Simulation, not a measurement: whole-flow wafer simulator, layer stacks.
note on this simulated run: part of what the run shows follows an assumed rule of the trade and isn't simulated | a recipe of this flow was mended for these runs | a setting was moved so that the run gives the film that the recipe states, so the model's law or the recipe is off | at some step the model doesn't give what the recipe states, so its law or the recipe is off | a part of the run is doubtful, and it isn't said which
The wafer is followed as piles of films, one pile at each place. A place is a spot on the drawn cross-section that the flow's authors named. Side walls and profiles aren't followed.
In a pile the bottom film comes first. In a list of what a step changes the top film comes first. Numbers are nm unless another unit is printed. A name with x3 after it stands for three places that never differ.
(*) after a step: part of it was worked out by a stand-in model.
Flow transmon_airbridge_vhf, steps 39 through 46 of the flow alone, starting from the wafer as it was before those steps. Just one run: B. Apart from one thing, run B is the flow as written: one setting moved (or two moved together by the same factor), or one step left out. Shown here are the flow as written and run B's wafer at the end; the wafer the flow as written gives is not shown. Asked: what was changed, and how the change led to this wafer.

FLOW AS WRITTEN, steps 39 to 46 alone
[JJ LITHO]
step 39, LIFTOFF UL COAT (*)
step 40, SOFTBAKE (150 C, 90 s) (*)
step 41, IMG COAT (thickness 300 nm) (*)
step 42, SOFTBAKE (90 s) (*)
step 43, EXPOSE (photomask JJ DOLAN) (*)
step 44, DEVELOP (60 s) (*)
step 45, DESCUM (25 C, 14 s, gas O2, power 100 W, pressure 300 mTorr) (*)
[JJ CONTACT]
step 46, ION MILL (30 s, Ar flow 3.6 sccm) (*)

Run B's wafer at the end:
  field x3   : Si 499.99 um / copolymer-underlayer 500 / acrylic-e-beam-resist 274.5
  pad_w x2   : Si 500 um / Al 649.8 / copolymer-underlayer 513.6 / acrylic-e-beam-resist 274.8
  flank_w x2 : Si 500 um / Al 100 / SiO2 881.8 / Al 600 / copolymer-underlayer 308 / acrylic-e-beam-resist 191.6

Cause: step 46, ION MILL: 19.2 s was run, while the flow as written has 30 s.

How this came from the change, step by step:
  step 46, ION MILL (30 s, Ar flow 3.6 sccm) (*)
      field x3, ground_far x3, pad_w x2, flank_w x2, gap_w x2, cpw_trace, margin_s x2, bridge_strip: acrylic-e-beam-resist loses 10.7 (it would be, as written: acrylic-e-beam-resist loses 16.8)
      jj_line: Si loses 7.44 (it would be, as written: Si loses 11.6)
